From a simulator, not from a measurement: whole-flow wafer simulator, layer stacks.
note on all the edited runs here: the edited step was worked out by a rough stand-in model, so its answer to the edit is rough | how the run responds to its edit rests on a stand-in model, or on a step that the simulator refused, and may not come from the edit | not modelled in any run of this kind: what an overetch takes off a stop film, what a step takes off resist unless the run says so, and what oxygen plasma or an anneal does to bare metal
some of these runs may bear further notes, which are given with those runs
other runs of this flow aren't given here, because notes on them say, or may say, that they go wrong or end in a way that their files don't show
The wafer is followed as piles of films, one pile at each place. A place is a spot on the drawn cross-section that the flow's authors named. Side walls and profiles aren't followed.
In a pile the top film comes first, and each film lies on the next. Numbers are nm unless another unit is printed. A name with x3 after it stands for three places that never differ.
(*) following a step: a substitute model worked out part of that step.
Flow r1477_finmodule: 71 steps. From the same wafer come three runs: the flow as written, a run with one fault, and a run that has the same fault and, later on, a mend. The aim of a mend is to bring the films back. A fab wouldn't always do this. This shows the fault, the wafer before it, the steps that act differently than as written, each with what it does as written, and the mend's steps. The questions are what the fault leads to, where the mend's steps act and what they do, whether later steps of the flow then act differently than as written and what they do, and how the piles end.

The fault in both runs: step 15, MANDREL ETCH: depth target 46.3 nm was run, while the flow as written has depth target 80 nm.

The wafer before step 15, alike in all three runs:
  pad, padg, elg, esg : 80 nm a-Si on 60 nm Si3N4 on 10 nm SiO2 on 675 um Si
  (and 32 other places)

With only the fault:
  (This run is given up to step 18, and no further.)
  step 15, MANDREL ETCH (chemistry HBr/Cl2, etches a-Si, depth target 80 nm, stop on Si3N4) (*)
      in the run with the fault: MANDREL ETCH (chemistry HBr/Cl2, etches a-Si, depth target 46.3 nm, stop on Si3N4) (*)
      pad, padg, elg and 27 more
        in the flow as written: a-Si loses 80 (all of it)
        in the run with the fault: a-Si loses 46.3
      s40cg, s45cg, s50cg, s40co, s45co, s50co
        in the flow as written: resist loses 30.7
        in the run with the fault: resist loses 17.7
  Steps further on in the flow that do not act as written:
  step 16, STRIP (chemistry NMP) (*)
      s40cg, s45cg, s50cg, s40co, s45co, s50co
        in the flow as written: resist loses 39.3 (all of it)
        in the run with the fault: resist loses 52.3 (all of it)
  Once step 18 is done, the piles at pad, padg, elg and 27 more depart from the flow's by more than 2% or 0.5 nm, whichever is larger.
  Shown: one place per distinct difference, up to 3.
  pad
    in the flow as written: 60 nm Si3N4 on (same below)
    in the run with the fault: 33.7 nm a-Si on 60 nm Si3N4 on (same below)

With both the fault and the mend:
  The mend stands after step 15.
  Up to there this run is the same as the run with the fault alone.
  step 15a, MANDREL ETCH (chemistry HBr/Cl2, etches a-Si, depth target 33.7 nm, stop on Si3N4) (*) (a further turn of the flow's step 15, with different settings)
      pad, padg, elg and 27 more
        a-Si loses 33.7 (all of it)
      s40cg, s45cg, s50cg, s40co, s45co, s50co
        resist loses 12.9
  Later steps of the flow that are run all act as written at every place that is followed.
  At every place that both follow, the piles at the end match the flow's.
